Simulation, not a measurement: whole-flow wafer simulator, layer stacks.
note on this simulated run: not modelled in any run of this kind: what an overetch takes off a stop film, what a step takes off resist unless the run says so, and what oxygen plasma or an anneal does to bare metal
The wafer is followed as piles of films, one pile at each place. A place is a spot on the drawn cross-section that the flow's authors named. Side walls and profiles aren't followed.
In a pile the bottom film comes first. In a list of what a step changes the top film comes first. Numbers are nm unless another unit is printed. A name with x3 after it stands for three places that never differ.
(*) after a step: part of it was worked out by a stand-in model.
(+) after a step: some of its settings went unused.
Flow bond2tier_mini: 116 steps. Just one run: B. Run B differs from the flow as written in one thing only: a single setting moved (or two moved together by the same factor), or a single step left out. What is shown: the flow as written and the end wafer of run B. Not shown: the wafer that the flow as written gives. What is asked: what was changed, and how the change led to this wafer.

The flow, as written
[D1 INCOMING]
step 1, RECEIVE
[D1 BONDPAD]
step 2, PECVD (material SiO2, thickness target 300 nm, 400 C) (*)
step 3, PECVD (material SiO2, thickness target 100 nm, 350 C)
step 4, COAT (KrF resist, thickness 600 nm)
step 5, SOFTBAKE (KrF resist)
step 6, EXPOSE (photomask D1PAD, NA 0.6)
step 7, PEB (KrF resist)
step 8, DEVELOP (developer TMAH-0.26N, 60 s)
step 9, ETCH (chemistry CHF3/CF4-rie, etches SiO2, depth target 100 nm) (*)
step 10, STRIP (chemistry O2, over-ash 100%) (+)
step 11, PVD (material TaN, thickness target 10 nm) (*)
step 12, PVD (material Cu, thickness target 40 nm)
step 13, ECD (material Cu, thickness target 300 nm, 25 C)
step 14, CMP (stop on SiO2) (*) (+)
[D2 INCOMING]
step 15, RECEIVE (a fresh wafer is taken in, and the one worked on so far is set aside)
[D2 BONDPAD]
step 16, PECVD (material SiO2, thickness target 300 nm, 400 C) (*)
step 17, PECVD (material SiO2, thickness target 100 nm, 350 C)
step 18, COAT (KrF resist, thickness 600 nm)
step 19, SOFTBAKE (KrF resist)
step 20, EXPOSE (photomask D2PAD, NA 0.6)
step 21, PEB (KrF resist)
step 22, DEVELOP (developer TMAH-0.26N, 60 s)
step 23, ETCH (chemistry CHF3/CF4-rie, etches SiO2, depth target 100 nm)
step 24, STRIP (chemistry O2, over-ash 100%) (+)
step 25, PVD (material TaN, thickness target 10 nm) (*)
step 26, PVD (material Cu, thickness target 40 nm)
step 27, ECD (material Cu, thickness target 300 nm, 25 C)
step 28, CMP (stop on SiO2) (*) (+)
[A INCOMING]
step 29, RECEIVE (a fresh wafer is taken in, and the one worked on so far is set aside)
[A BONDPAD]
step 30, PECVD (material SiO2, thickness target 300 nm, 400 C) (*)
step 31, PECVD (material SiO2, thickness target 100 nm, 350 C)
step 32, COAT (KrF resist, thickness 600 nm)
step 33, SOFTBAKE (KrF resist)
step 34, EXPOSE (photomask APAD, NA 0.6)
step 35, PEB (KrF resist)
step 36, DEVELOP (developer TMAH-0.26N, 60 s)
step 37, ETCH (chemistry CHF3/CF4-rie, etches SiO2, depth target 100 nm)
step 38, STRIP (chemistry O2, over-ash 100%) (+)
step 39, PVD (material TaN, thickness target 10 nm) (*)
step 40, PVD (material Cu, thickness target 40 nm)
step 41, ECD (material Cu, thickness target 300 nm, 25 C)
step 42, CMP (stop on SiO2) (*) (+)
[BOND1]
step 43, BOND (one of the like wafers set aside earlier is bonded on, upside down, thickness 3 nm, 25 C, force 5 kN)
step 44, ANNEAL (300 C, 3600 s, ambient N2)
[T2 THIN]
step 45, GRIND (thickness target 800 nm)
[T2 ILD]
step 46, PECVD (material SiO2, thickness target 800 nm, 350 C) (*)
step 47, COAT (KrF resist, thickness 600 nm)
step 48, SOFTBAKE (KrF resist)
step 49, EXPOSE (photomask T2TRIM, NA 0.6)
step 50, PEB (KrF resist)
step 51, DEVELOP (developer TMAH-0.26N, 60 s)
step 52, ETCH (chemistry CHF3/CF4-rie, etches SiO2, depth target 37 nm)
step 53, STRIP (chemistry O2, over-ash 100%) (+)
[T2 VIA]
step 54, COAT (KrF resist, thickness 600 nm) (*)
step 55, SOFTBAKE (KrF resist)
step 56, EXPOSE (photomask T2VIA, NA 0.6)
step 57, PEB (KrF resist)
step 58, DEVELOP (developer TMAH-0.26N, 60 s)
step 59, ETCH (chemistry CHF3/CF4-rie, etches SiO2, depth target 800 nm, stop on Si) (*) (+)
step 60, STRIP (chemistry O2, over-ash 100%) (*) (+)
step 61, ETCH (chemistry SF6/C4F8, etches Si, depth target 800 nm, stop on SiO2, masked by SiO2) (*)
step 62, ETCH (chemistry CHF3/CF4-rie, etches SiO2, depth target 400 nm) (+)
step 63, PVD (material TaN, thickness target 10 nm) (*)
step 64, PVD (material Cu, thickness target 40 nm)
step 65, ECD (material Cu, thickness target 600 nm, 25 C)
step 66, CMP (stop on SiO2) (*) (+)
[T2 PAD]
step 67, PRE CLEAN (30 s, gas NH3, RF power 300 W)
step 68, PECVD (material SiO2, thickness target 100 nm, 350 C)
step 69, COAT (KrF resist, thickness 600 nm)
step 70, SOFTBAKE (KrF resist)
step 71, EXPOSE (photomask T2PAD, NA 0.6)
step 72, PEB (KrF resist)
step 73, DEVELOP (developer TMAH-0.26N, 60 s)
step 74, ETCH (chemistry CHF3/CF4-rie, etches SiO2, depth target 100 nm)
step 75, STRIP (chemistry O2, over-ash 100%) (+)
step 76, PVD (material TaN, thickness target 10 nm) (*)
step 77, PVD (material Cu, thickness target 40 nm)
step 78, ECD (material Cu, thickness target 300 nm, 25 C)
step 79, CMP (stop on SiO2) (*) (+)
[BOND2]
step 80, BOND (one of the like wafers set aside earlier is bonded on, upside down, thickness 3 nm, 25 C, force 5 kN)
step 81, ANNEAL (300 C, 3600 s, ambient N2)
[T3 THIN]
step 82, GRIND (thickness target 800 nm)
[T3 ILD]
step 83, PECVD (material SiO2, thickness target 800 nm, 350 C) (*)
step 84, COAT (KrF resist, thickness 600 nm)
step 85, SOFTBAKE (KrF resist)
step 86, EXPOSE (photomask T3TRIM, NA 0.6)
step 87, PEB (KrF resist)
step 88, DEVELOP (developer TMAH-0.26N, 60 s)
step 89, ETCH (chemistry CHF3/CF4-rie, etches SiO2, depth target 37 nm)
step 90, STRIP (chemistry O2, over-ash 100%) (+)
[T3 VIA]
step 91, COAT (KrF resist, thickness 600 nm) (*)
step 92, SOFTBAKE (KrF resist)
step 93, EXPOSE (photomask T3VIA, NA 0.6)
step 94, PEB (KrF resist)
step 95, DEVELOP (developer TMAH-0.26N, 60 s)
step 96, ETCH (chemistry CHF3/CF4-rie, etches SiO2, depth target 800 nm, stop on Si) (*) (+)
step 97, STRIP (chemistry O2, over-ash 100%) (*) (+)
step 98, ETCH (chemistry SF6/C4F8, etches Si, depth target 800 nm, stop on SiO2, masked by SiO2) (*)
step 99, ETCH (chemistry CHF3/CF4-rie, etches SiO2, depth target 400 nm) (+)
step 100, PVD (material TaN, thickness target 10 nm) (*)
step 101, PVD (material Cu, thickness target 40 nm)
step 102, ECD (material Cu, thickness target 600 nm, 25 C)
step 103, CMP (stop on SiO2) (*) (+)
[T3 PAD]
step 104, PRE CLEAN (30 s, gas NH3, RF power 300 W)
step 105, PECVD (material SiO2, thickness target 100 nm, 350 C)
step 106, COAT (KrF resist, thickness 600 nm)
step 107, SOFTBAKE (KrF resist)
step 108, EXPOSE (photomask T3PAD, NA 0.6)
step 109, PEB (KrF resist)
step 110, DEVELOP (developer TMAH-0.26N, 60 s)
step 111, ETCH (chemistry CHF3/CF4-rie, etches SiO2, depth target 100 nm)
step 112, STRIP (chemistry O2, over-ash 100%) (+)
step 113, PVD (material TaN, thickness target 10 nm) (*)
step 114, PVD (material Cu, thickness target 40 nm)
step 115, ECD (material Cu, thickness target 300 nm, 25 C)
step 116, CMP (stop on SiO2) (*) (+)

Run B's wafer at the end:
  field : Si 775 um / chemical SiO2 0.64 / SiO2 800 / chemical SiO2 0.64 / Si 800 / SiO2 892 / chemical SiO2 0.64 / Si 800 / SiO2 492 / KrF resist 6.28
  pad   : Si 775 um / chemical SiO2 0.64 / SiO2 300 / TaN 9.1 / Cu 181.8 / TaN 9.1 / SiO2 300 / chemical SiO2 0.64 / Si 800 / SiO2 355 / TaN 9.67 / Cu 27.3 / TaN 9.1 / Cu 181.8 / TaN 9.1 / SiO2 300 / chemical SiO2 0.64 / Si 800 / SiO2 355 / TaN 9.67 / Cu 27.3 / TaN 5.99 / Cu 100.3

The reason: step 112, STRIP: chemistry O2, over-ash 100% (+), was skipped.

The path from the change to this, step by step:
  step 113, PVD (material TaN, thickness target 10 nm) (*)
      pad: +5.99 TaN (new film) (as written it would have been: +9.1 TaN (new film))
  step 114, PVD (material Cu, thickness target 40 nm)
      pad: +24 Cu (new film) (as written it would have been: +36.4 Cu (new film))
  step 115, ECD (material Cu, thickness target 300 nm, 25 C)
      pad: +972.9 Cu (as written it would have been: +404.5 Cu)
  step 116, CMP (stop on SiO2) (*) (+)
      field: -340 Cu (all of it), -10 TaN (all of it), -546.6 KrF resist (as written it would have been: -340 Cu (all of it), -10 TaN (all of it))
      pad: -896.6 Cu (as written it would have been: -350 Cu)
